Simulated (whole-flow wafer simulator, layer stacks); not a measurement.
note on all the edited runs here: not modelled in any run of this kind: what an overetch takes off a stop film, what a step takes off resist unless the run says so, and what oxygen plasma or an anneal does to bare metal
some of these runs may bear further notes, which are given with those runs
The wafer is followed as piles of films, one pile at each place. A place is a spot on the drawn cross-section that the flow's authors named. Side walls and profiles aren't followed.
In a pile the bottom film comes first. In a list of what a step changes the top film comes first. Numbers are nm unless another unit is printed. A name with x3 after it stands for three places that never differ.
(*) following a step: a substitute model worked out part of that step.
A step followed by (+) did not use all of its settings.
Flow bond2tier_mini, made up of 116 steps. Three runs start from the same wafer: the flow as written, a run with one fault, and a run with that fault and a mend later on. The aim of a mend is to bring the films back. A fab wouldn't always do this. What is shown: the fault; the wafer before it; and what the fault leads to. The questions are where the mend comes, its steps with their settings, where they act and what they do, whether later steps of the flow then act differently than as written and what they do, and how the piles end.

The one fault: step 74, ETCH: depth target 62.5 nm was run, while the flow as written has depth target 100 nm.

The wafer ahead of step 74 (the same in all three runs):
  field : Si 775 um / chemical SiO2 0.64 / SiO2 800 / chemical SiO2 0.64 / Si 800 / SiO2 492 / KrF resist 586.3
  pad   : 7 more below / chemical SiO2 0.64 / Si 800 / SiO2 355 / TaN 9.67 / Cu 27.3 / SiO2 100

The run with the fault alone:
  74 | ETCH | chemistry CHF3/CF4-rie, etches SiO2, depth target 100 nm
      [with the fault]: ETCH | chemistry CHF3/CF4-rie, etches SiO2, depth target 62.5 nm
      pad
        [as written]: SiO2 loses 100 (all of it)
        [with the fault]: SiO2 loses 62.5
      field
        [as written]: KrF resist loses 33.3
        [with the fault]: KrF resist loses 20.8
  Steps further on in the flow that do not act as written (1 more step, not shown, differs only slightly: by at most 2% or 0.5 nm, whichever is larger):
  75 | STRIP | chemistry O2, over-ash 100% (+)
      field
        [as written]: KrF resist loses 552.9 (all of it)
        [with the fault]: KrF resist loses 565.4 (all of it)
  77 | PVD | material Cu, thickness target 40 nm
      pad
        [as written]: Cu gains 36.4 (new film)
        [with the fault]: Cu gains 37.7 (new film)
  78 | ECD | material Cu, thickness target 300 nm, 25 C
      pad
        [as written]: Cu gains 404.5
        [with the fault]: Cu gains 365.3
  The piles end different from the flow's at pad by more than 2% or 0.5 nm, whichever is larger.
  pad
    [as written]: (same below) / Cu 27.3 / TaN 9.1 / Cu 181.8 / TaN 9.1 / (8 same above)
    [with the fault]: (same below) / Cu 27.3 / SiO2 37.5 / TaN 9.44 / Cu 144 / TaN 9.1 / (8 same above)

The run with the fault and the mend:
  The mend stands after step 75.
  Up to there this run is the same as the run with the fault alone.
  75a | COAT | KrF resist, thickness 600 nm (*) (a further turn of the flow's step 69)
      field
        KrF resist gains 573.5 (new film)
      pad
        KrF resist gains 627.6 (new film)
  75b | SOFTBAKE | KrF resist (a further turn of the flow's step 70)
      alters no film at any place that is followed
  75c | EXPOSE | photomask T2PAD, NA 0.6 (a further turn of the flow's step 71)
      alters no film at any place that is followed
  75d | PEB | KrF resist (a further turn of the flow's step 72)
      alters no film at any place that is followed
  75e | DEVELOP | developer TMAH-0.26N, 60 s (a further turn of the flow's step 73)
      field
        KrF resist loses 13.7
      pad
        KrF resist loses 627.6 (all of it)
  75f | ETCH | chemistry CHF3/CF4-rie, etches SiO2, depth target 37.5 nm (a further turn of the flow's step 74, with different settings)
      field
        KrF resist loses 12.5
      pad
        SiO2 loses 37.5 (all of it)
  75g | STRIP | chemistry O2, over-ash 100% (+) (a further turn of the flow's step 75)
      field
        KrF resist loses 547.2 (all of it)
  Every later step of the flow that is run acts as written at every place that is followed.
  By the end, the piles equal the flow's at every place that both follow.
